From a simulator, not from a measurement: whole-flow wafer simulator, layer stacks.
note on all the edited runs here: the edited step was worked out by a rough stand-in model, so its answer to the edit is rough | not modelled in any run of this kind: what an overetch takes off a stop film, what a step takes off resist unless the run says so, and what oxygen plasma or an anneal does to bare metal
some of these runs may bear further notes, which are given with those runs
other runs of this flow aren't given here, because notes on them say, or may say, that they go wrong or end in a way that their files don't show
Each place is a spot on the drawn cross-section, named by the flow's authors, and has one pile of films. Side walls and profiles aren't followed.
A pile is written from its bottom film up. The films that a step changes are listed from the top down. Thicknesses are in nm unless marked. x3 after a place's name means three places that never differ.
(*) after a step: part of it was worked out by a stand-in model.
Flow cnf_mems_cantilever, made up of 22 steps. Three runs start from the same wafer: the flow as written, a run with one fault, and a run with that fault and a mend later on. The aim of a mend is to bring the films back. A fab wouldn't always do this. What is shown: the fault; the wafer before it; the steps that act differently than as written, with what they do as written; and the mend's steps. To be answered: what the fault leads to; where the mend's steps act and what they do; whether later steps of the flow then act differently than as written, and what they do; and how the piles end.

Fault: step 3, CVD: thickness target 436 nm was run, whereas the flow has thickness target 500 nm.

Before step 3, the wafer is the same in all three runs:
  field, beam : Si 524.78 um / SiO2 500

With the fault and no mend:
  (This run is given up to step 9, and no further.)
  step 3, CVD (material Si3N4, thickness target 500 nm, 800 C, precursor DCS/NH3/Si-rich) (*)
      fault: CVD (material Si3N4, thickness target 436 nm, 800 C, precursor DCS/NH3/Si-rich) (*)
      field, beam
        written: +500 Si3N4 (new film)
        fault: +436 Si3N4 (new film)
  Later steps of the flow up to step 9 that are run all act as written at every place that is followed.
  After step 9, at field, beam, the piles differ from the flow's by more than 2% or 0.5 nm, whichever is larger.
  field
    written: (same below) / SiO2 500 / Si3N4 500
    fault: (same below) / SiO2 500 / Si3N4 436
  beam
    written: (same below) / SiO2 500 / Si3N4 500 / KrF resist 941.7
    fault: (same below) / SiO2 500 / Si3N4 436 / KrF resist 941.7

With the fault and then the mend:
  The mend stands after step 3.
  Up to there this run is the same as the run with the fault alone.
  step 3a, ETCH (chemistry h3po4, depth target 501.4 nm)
      field, beam
        -436 Si3N4 (all of it)
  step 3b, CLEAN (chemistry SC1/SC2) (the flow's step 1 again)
      does not change any film at any place that is followed
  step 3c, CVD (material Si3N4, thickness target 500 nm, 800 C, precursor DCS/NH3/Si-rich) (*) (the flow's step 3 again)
      field, beam
        +500 Si3N4 (new film)
  Later steps of the flow that are run all act as written at every place that is followed.
  By the end, the piles equal the flow's at every place that both follow.
